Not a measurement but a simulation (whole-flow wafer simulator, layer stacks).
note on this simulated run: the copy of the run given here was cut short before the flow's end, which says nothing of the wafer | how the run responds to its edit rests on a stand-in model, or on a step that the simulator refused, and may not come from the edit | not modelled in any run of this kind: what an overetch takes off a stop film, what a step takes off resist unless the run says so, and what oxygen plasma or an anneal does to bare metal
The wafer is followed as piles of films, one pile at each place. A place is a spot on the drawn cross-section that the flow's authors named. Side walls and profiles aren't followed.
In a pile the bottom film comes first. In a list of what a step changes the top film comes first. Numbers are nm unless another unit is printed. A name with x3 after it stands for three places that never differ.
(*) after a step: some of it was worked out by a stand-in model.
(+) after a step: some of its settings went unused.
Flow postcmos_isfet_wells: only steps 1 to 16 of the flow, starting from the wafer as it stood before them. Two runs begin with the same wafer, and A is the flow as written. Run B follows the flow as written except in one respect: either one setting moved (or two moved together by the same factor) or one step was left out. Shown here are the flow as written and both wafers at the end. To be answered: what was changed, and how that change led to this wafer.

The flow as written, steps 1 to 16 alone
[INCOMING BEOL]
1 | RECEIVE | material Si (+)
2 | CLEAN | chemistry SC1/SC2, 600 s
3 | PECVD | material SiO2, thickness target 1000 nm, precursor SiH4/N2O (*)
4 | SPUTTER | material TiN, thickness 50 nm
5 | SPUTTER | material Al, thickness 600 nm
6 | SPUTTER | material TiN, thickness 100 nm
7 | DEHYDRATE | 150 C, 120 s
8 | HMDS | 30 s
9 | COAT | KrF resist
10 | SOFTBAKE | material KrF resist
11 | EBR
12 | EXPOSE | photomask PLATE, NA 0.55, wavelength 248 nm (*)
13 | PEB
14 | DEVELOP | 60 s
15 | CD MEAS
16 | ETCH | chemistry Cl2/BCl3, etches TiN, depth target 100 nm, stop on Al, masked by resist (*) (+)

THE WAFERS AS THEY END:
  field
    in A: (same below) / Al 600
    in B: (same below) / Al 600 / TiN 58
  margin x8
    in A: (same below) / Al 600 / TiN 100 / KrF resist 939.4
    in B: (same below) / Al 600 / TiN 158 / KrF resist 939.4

What caused this: step 6, SPUTTER: thickness 158 nm was run, whereas the flow has thickness 100 nm.
The wafer lets one read it off: margin x8 has TiN 158, and step 6 as written asks for 100 nm.

The path from the change to this, step by step:
  6 | SPUTTER | material TiN, thickness 100 nm
      field, margin x8: A TiN gains 100 (new film) | B TiN gains 158 (new film)
  16 | ETCH | chemistry Cl2/BCl3, etches TiN, depth target 100 nm, stop on Al, masked by resist (*) (+)
      field: A TiN loses 100 (all of it) | B TiN loses 100
